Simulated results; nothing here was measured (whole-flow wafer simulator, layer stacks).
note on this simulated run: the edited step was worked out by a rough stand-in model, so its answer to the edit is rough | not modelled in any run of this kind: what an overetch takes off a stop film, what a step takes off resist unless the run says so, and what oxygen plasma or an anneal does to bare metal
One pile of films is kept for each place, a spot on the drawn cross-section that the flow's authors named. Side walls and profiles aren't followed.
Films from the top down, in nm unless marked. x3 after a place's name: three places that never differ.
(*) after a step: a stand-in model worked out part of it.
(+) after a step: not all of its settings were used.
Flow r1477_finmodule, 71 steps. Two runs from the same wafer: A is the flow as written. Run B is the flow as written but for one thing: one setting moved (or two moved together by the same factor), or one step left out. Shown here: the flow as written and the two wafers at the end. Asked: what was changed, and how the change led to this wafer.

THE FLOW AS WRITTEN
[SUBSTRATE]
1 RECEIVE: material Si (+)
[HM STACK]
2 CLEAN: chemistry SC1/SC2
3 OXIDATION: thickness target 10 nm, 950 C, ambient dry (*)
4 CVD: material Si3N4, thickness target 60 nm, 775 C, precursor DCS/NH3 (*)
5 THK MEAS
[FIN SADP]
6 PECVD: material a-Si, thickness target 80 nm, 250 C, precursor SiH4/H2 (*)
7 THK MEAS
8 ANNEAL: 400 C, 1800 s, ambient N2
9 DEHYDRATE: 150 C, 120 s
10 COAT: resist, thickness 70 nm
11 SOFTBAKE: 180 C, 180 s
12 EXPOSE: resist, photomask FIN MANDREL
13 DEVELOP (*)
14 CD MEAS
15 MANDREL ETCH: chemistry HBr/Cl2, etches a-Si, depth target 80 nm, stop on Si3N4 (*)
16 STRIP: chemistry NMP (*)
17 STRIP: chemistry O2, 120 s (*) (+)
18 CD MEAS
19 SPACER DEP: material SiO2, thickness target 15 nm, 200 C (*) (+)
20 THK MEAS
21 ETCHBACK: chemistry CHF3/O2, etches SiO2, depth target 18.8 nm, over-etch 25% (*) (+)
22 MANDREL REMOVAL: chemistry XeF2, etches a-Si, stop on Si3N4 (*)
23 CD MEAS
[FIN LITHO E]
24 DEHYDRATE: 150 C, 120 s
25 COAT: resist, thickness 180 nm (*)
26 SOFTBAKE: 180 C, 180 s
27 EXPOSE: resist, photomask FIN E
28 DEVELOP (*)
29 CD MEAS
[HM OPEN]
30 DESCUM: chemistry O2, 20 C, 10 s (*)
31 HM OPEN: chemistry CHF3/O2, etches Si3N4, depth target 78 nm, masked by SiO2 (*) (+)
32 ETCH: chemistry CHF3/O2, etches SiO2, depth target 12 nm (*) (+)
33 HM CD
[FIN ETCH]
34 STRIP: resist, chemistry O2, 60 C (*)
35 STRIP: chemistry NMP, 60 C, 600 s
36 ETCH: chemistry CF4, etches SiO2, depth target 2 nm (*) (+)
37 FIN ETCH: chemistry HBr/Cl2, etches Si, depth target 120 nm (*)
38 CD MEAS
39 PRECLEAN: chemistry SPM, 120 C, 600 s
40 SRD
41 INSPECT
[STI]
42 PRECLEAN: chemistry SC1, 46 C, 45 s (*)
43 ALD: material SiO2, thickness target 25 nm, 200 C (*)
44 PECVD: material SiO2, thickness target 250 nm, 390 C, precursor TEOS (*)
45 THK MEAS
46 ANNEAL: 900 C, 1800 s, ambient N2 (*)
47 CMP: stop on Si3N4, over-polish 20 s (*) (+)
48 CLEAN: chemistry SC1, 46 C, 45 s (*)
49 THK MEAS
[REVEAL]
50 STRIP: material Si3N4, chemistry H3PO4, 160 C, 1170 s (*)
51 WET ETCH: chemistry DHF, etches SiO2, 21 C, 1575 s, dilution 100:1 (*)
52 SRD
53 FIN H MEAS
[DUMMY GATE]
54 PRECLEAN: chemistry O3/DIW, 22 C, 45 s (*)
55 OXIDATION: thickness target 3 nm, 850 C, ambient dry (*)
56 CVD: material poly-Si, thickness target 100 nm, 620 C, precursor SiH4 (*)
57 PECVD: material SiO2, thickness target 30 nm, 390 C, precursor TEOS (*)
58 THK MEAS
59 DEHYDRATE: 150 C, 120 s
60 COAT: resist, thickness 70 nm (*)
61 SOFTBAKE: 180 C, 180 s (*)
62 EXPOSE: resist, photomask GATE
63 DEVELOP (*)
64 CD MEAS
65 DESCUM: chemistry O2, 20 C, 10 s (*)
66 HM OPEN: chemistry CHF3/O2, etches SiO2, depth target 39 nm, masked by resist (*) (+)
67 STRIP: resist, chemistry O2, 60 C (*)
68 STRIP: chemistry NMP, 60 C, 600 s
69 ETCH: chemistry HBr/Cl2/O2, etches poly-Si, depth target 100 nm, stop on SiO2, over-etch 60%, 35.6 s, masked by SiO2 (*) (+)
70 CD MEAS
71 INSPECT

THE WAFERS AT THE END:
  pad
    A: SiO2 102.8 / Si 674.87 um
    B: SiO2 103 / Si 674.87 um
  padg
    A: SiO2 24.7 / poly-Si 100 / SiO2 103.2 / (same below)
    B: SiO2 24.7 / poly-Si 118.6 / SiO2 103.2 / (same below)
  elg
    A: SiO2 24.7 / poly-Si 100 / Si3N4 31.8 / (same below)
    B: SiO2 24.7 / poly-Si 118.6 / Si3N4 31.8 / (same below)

The cause: step 56, CVD: thickness target 118.6 nm was run, where the flow has thickness target 100 nm.
It can be read off the wafer: padg has poly-Si 118.6, and step 56 as written asks for 100 nm.

How the change led to this, step by step:
  56 CVD: material poly-Si, thickness target 100 nm, 620 C, precursor SiH4 (*)
      pad, padg, elg and 26 more: A poly-Si +100 (new film) | B poly-Si +118.6 (new film)
      s40cg, s40co: A poly-Si +113.9 (new film) | B poly-Si +132.8 (new film)
      (and at 5 more places)
  69 ETCH: chemistry HBr/Cl2/O2, etches poly-Si, depth target 100 nm, stop on SiO2, over-etch 60%, 35.6 s, masked by SiO2 (*) (+)
      elo, e40lo, e100lo, e200lo: A chemical SiO2 -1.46 (all of it), poly-Si -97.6 (all of it), Si3N4 -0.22 | B chemical SiO2 -1.46 (all of it), poly-Si -116.2 (all of it)
      pad, eso, e40so and 8 more: A chemical SiO2 -1.46 (all of it), poly-Si -97.6 (all of it), SiO2 -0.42 | B chemical SiO2 -1.46 (all of it), poly-Si -116.2 (all of it), SiO2 -0.22
      (and at 3 more places)
